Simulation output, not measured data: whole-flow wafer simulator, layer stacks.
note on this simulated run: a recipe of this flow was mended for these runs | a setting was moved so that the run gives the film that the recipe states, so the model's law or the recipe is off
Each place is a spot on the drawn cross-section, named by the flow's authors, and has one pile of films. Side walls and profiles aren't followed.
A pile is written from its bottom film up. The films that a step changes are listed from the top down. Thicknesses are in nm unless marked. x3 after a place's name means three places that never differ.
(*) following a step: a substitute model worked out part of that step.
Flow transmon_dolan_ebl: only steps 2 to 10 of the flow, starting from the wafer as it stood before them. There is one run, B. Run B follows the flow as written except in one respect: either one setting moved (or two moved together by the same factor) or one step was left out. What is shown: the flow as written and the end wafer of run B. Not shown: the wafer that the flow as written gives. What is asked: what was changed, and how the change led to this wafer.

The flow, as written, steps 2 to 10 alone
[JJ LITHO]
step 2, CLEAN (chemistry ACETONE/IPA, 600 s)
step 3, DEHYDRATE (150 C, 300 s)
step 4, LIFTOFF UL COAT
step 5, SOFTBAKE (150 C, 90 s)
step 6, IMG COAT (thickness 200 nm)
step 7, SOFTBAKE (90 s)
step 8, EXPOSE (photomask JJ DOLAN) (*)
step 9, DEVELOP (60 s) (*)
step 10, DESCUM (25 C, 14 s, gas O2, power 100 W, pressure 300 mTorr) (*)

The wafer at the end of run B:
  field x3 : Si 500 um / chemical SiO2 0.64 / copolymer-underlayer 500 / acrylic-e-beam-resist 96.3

What caused this: step 6, IMG COAT: thickness 111 nm was run, though the flow has thickness 200 nm.

How this came from the change, step by step:
  step 6, IMG COAT (thickness 200 nm)
      field x3, jj_line: acrylic-e-beam-resist gains 111 (new film) (it would be, as written: acrylic-e-beam-resist gains 200 (new film))
  step 9, DEVELOP (60 s) (*)
      jj_line: acrylic-e-beam-resist loses 111 (all of it), copolymer-underlayer loses 500 (all of it) (it would be, as written: acrylic-e-beam-resist loses 200 (all of it), copolymer-underlayer loses 500 (all of it))
